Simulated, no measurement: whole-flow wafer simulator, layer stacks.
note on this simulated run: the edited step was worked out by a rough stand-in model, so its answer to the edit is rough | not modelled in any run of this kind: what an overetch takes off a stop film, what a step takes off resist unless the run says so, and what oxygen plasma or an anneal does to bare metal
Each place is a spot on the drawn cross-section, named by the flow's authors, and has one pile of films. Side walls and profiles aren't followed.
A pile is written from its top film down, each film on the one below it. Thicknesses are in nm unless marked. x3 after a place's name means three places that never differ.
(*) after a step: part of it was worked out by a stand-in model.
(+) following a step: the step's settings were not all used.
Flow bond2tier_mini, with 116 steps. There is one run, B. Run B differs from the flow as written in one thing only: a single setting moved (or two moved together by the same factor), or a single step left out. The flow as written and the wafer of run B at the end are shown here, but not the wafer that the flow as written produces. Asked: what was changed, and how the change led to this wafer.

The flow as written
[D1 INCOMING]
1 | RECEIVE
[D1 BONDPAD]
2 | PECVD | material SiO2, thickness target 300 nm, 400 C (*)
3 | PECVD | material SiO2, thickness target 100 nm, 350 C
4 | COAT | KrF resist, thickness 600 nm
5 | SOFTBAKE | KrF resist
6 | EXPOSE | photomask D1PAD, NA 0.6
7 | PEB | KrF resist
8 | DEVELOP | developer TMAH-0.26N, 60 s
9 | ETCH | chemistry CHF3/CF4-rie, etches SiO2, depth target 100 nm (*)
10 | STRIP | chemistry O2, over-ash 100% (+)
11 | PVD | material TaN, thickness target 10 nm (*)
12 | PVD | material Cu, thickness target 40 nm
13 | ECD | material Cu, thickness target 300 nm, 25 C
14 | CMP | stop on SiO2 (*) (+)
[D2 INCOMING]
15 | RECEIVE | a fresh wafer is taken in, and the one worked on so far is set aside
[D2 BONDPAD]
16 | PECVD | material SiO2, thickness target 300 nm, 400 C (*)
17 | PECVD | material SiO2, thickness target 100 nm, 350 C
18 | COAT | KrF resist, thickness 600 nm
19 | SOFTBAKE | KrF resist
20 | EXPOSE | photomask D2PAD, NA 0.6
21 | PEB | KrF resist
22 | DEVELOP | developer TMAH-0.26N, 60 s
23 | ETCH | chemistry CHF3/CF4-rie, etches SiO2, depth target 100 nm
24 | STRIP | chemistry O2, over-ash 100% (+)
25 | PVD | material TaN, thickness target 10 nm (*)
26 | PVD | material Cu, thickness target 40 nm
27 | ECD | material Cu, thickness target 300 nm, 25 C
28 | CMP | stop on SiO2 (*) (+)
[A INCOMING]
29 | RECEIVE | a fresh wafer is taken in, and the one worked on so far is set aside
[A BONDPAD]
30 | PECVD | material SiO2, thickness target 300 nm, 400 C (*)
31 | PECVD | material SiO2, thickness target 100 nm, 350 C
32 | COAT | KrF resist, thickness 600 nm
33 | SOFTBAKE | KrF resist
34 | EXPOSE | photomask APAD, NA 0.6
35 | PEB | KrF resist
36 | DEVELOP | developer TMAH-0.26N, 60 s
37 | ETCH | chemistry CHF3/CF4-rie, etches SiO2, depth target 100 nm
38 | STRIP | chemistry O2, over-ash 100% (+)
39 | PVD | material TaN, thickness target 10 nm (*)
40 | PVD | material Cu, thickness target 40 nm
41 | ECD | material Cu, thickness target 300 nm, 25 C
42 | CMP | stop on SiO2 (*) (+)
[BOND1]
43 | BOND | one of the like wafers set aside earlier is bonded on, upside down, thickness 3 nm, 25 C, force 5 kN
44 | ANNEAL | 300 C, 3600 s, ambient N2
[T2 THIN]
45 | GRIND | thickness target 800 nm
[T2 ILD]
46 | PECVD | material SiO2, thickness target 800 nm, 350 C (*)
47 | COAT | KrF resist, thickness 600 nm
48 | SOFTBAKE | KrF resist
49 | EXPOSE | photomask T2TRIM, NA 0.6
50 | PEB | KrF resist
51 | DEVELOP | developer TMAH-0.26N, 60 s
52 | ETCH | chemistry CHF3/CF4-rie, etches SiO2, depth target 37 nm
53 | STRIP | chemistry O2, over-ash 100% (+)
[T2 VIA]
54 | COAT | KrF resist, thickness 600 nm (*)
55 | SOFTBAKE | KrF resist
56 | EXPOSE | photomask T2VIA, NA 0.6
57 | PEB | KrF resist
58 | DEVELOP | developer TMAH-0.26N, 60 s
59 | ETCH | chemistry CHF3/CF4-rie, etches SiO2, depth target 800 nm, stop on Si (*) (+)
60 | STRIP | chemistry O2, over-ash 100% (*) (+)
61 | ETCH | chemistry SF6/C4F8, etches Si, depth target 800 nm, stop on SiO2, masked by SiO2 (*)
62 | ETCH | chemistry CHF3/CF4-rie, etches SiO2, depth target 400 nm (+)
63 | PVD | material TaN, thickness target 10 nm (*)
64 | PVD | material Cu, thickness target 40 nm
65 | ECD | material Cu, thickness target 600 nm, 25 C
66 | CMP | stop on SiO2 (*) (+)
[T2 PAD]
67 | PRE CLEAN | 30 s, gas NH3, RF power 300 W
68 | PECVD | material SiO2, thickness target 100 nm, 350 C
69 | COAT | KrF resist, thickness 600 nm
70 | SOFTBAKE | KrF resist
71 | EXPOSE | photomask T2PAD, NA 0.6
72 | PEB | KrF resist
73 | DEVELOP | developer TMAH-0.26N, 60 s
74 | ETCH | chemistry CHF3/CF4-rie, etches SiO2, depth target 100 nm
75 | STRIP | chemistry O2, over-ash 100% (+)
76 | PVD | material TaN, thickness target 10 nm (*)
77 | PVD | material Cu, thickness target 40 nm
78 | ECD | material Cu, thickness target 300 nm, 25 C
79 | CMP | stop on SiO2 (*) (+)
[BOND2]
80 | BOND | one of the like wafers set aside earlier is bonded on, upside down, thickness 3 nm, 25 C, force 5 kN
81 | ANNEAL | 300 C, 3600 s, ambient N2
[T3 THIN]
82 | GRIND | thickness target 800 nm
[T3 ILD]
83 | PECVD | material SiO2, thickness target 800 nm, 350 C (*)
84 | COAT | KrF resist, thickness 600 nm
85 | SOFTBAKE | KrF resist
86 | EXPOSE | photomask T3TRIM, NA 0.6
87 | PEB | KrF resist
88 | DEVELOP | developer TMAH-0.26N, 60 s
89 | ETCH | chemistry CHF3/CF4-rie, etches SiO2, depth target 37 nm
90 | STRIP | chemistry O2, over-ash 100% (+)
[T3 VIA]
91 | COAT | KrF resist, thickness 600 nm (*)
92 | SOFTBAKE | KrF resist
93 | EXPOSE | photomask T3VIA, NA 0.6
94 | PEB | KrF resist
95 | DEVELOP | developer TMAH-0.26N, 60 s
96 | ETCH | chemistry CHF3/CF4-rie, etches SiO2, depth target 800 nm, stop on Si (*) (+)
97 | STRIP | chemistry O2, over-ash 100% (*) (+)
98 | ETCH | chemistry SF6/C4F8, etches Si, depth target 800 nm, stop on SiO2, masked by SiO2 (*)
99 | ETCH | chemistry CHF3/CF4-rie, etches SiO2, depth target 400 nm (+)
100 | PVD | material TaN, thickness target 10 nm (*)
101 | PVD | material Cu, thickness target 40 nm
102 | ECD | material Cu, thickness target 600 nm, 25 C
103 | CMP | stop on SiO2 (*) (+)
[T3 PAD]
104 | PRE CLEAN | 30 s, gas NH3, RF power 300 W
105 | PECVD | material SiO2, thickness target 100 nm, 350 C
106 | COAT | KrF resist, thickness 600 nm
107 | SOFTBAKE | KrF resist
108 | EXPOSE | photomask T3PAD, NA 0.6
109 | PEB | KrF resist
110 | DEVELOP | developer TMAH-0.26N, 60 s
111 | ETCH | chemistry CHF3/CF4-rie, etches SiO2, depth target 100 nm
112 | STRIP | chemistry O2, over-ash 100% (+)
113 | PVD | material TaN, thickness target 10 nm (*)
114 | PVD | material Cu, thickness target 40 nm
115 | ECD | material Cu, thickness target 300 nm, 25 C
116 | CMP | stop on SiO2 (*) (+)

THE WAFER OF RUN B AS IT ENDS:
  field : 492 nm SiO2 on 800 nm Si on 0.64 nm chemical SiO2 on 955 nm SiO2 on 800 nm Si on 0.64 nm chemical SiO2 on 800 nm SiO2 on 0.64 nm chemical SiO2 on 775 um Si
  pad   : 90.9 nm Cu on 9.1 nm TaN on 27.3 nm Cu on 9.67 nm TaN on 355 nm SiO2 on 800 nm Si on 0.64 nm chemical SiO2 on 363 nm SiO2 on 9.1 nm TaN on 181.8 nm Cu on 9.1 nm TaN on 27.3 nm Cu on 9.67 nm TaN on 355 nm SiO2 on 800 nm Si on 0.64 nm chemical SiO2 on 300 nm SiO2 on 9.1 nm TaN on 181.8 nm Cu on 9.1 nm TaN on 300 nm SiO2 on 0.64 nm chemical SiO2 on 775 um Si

The reason: step 16, PECVD: thickness target 363 nm was run, while the flow as written has thickness target 300 nm.
The wafer lets one read it off: pad has SiO2 363, and step 16 as written asks for 300 nm.

How this came from the change, step by step:
  16 | PECVD | material SiO2, thickness target 300 nm, 400 C (*)
      field, pad, via: SiO2 gains 363 (new film) (in the flow as written it would be: SiO2 gains 300 (new film))
  80 | BOND | one of the like wafers set aside earlier is bonded on, upside down, thickness 3 nm, 25 C, force 5 kN
      field: Si gains 775 um (new film), chemical SiO2 gains 0.64 (new film), SiO2 gains 463 (in the flow as written it would be: Si gains 775 um (new film), chemical SiO2 gains 0.64 (new film), SiO2 gains 400)
      pad: Si gains 775 um (new film), chemical SiO2 gains 0.64 (new film), SiO2 gains 363 (new film), TaN gains 9.1 (new film), Cu gains 90.9 (in the flow as written it would be: Si gains 775 um (new film), chemical SiO2 gains 0.64 (new film), SiO2 gains 300 (new film), TaN gains 9.1 (new film), Cu gains 90.9)
